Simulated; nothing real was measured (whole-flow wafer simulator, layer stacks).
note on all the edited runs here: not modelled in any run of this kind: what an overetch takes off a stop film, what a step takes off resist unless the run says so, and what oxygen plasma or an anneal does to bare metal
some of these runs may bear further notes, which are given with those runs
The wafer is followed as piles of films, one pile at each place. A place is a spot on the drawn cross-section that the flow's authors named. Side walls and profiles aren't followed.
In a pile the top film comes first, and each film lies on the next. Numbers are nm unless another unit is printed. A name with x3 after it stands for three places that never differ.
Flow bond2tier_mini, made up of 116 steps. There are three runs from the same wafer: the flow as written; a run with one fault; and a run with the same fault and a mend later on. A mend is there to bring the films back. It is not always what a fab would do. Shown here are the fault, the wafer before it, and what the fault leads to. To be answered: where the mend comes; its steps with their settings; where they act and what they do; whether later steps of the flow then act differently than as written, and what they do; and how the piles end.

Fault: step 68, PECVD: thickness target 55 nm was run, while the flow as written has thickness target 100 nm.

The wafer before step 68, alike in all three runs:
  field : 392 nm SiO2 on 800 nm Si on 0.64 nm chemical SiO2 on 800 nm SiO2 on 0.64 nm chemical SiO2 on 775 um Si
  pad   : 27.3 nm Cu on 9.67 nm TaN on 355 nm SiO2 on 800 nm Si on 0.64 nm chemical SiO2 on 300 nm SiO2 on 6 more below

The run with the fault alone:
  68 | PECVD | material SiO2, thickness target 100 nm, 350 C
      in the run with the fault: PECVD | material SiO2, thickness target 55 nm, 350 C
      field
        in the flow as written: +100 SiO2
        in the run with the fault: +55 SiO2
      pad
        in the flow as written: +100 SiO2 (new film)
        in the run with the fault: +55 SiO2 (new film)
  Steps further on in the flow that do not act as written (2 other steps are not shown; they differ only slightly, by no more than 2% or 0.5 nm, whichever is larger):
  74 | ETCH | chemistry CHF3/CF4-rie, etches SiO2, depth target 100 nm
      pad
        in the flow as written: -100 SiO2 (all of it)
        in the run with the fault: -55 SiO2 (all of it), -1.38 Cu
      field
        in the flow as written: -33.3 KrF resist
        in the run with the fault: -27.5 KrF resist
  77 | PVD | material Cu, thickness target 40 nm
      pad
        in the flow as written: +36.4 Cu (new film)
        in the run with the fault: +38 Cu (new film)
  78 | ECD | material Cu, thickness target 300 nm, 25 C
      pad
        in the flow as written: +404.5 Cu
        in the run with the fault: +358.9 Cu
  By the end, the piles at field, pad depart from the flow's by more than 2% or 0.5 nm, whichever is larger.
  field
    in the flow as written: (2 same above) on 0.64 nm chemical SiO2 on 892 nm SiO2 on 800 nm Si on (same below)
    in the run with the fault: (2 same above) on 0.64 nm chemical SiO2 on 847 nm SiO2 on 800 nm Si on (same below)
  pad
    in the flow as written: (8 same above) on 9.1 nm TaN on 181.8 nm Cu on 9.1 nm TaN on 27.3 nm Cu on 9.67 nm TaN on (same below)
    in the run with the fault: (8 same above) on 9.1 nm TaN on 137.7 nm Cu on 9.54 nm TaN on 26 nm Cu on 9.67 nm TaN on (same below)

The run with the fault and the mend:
  The mend follows step 68.
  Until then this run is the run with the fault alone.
  68a | PECVD | material SiO2, thickness target 45 nm, 350 C (the flow's step 68 again, with other settings)
      field, pad
        +45 SiO2
  None of the later steps of the flow acts differently than as written at any place that is followed.
  At every place that both follow, the piles at the end match the flow's.
